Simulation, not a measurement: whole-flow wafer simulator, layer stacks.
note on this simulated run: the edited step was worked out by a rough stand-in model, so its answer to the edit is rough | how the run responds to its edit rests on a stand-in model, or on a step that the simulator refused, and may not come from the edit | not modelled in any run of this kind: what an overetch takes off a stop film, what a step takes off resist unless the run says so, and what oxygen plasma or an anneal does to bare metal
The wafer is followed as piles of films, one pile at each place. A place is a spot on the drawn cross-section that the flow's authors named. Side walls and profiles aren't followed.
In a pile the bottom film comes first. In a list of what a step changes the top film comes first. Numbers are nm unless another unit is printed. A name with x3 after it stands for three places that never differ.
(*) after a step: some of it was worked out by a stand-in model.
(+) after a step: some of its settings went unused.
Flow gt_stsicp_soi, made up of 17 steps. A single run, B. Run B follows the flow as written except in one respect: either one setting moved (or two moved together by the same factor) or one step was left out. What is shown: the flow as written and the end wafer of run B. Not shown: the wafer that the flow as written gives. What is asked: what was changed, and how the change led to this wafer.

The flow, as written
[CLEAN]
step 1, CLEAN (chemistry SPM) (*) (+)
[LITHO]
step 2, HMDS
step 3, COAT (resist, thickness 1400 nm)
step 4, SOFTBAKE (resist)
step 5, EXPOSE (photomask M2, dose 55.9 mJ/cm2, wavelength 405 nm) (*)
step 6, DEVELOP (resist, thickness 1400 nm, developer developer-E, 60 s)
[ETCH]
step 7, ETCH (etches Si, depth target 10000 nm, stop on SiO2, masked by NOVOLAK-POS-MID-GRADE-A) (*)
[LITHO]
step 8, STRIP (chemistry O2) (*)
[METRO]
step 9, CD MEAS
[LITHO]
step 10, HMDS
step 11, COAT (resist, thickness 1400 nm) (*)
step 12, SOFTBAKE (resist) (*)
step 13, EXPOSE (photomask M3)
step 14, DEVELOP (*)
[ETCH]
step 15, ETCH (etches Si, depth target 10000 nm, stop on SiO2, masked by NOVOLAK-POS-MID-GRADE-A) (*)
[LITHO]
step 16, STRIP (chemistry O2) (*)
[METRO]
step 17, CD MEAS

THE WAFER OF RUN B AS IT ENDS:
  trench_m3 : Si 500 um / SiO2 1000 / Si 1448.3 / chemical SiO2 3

Cause: step 15, ETCH: depth target 8550 nm was run, though the flow has depth target 10000 nm.

Step by step, how the change led to this:
  step 15, ETCH (etches Si, depth target 10000 nm, stop on SiO2, masked by NOVOLAK-POS-MID-GRADE-A) (*)
      trench_m3: -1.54 chemical SiO2 (all of it), -8550 Si (it would be, as written: -1.54 chemical SiO2 (all of it), -9999.6 Si (all of it))
      field, trench_m2: -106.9 resist (it would be, as written: -125 resist)
  step 16, STRIP (chemistry O2) (*)
      trench_m3: +3 chemical SiO2 (new film), -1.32 Si (it would be, as written: nothing)
